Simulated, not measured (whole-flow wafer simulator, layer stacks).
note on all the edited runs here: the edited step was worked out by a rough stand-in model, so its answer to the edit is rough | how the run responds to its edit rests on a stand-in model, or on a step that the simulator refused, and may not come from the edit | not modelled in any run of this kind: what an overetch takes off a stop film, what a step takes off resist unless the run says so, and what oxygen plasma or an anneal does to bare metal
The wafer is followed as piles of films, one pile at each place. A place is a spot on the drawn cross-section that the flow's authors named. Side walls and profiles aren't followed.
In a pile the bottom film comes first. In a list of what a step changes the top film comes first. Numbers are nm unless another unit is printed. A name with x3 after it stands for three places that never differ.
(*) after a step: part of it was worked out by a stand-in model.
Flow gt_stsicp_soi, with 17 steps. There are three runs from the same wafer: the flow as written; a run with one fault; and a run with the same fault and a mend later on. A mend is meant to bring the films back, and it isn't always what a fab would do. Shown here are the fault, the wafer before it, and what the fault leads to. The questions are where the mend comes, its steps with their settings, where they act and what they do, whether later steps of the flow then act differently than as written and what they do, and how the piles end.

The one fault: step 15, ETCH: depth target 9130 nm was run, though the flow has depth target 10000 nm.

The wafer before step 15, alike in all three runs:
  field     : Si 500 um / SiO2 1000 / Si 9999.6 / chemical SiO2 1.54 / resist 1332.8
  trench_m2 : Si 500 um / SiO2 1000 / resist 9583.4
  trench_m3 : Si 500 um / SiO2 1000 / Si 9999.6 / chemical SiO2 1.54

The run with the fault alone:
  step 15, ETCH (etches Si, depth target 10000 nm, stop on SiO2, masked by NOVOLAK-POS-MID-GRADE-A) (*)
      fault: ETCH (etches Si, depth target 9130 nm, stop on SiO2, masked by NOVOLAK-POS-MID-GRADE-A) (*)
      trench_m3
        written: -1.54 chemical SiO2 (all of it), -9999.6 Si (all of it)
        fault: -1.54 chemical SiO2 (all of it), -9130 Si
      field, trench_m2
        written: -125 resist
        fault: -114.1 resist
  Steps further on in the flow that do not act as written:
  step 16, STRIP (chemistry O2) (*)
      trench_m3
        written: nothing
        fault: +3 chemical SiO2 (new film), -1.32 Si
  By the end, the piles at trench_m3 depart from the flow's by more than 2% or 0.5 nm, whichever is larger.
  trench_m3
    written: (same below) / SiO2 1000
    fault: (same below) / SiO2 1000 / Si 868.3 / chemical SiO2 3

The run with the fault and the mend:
  After step 15 comes the mend.
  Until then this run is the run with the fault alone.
  step 15a, ETCH (etches Si, depth target 870 nm, stop on SiO2, masked by NOVOLAK-POS-MID-GRADE-A) (*) (the flow's step 15, run once more with other settings)
      field, trench_m2
        -10.9 resist
      trench_m3
        -869.6 Si (all of it)
  Later steps of the flow that are run all act as written at every place that is followed.
  By the end, the piles equal the flow's at every place that both follow.
